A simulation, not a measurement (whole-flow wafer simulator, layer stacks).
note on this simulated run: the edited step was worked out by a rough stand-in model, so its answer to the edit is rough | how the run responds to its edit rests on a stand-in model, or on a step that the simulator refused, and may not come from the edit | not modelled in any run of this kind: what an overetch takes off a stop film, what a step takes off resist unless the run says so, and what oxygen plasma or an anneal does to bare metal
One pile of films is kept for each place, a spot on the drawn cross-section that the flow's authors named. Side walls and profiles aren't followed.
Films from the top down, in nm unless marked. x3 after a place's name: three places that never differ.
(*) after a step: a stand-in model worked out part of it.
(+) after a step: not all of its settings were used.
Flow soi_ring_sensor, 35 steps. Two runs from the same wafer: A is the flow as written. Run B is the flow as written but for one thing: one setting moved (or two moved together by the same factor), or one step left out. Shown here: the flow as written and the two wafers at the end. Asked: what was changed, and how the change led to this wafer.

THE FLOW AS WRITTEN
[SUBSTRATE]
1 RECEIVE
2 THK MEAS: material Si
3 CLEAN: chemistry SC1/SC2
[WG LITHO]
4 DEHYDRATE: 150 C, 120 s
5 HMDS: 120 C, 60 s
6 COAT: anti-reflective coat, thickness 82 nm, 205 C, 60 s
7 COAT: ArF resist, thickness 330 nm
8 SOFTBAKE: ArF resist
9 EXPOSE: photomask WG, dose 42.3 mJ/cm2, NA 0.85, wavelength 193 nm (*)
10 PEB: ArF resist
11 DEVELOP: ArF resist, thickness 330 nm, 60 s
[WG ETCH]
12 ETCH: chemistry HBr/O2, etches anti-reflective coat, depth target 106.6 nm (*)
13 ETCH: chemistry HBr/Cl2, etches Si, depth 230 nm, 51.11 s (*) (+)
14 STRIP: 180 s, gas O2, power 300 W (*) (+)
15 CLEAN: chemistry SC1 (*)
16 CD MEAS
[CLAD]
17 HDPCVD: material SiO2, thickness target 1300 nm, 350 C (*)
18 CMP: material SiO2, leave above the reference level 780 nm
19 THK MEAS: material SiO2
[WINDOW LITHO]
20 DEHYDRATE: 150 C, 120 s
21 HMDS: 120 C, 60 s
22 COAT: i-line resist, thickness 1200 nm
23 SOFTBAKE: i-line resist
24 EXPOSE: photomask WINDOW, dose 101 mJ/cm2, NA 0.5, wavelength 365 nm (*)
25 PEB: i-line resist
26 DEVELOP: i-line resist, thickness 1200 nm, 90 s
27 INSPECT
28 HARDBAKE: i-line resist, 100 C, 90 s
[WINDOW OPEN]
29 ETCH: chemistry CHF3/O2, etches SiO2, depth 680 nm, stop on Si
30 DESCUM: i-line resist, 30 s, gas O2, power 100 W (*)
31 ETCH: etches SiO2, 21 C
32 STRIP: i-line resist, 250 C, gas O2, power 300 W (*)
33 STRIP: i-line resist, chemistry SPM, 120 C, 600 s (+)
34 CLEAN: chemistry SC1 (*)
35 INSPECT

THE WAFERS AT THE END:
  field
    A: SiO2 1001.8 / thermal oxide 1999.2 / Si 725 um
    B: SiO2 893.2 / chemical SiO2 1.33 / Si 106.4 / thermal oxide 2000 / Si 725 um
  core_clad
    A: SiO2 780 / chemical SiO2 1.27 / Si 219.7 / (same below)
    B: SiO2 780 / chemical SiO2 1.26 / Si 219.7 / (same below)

The cause: step 13, ETCH: depth 113 nm was run, where the flow has depth 230 nm; step 13, ETCH: 25.04 s was run, where the flow has 51.11 s.

How the change led to this, step by step:
  13 ETCH: chemistry HBr/Cl2, etches Si, depth 230 nm, 51.11 s (*) (+)
      gap, window, field, gap_clad: A Si -220 (all of it), thermal oxide -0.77 | B Si -113
      core, core_clad: A ArF resist -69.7 | B ArF resist -34.1
  14 STRIP: 180 s, gas O2, power 300 W (*) (+)
      gap, window, field, gap_clad: A nothing | B chemical SiO2 +1.33 (new film), Si -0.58
      core, core_clad: A ArF resist -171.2 (all of it), anti-reflective coat -82 (all of it), chemical SiO2 +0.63, Si -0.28 | B ArF resist -206.7 (all of it), anti-reflective coat -82 (all of it), chemical SiO2 +0.62, Si -0.27
  18 CMP: material SiO2, leave above the reference level 780 nm
      gap, window, field, gap_clad: A SiO2 -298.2 | B SiO2 -406.8
